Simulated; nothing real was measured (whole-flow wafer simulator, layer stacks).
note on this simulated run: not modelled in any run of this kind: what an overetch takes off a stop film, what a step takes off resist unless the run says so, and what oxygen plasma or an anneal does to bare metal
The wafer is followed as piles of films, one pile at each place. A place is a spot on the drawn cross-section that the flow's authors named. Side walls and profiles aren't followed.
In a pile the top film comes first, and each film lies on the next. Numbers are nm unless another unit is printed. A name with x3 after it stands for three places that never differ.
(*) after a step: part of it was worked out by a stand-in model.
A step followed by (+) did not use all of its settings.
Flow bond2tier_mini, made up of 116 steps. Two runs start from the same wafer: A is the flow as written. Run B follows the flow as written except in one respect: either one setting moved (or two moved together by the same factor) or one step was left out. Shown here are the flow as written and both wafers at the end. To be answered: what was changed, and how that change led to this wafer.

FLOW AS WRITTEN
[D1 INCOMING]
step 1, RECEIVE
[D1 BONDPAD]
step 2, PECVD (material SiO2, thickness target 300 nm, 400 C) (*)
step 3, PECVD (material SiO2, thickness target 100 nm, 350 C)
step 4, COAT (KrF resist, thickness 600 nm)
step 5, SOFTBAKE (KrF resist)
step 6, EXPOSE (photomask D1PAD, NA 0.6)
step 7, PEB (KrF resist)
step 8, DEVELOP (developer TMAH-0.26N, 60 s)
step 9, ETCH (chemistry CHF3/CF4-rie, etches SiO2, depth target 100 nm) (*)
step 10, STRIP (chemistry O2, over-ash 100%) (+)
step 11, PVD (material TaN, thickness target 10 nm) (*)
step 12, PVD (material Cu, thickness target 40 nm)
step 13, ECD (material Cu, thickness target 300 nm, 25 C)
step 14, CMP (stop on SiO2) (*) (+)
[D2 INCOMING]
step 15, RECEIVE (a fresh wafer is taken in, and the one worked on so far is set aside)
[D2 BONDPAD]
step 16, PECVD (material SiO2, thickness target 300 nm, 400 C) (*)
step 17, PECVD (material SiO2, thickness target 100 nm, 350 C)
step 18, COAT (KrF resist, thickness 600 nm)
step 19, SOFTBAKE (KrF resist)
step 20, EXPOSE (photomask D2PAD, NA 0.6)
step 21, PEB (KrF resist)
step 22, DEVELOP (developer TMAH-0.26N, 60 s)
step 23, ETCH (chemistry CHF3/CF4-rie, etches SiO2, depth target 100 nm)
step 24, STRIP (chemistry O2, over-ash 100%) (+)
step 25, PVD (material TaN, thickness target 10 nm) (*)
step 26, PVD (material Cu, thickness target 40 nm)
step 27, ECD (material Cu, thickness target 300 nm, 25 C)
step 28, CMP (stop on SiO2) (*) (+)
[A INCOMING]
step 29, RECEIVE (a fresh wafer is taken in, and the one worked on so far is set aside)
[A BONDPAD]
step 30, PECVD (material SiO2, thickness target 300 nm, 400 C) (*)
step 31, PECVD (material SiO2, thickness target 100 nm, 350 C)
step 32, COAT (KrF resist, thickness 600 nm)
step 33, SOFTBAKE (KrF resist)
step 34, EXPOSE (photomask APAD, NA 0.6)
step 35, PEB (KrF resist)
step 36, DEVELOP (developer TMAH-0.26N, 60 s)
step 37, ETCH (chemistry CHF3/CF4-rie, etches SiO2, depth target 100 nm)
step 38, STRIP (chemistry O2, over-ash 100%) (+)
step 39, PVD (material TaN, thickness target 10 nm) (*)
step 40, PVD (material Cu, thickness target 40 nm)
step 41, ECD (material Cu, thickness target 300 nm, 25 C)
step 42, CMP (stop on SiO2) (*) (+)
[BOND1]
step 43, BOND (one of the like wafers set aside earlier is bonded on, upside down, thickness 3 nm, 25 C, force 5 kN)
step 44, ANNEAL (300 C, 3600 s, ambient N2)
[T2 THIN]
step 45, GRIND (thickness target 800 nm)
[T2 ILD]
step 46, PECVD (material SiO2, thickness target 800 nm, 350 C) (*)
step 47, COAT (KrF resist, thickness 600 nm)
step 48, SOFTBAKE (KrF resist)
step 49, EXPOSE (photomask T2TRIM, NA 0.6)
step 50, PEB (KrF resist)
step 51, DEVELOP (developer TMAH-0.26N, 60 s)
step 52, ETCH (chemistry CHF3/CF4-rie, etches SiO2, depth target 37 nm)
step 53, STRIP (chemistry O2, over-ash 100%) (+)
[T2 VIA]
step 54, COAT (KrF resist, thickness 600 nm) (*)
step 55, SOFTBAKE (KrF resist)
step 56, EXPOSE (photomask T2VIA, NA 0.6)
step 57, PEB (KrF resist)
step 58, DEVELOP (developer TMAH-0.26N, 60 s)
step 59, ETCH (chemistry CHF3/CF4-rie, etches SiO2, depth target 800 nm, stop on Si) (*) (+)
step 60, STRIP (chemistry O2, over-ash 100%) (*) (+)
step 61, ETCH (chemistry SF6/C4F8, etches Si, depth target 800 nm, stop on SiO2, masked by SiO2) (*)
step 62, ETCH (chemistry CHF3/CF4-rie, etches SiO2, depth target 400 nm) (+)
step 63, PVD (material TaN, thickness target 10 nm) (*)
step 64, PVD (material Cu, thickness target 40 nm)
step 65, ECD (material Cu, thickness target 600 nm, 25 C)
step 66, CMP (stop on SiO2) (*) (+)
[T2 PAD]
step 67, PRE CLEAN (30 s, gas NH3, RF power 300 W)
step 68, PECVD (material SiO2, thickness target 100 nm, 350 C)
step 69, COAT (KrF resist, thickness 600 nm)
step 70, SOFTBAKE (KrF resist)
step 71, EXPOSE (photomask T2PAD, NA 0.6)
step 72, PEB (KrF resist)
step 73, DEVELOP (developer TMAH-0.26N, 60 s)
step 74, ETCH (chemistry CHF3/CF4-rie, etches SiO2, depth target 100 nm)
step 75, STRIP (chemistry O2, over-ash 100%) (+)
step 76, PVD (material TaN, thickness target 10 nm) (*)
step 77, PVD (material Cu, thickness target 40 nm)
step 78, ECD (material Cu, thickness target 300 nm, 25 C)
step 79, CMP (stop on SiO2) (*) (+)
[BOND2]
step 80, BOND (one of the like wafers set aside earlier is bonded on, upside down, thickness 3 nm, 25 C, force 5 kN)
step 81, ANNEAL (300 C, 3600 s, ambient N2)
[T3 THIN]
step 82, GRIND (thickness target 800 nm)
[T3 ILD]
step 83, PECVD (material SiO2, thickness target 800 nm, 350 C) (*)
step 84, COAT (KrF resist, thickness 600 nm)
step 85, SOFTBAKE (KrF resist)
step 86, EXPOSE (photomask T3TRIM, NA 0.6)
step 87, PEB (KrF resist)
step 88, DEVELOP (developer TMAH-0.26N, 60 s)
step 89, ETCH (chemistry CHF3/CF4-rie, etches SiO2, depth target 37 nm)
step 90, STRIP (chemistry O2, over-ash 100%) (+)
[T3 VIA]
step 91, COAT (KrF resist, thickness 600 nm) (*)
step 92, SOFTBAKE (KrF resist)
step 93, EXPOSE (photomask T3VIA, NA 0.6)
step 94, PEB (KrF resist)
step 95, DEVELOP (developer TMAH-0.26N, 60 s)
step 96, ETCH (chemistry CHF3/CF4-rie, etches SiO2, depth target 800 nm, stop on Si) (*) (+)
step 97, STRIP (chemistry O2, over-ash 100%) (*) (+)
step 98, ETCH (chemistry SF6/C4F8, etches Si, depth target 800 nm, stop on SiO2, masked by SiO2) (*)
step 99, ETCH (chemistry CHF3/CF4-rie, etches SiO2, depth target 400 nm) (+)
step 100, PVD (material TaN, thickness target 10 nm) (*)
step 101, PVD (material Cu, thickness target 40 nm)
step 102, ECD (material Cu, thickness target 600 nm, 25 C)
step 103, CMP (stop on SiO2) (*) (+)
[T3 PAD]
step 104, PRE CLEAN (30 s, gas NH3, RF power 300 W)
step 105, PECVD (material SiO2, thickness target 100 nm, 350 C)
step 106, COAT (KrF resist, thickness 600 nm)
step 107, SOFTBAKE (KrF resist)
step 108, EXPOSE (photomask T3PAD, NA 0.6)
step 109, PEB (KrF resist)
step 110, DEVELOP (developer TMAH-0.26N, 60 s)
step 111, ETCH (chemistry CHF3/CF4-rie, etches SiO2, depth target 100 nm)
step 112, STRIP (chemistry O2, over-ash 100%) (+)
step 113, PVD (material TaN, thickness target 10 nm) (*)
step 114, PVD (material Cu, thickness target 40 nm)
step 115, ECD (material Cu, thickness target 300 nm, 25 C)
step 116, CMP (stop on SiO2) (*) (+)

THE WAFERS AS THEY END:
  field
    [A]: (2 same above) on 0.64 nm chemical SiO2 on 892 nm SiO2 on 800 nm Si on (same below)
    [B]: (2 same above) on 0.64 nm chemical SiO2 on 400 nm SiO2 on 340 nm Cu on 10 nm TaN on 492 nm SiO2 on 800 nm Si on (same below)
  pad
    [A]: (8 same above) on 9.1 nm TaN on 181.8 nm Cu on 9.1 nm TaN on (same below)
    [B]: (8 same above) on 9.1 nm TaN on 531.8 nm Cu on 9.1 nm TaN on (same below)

What caused this: step 79, CMP: stop on SiO2 (*) (+), was omitted.

How this came from the change, step by step:
  step 80, BOND (one of the like wafers set aside earlier is bonded on, upside down, thickness 3 nm, 25 C, force 5 kN)
      field: A Si gains 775 um (new film), chemical SiO2 gains 0.64 (new film), SiO2 gains 400 | B Si gains 775 um (new film), chemical SiO2 gains 0.64 (new film), SiO2 gains 400 (new film)
With metal films that touch counted as one body, field has 1 body; the flow as written gives 0 bodies.
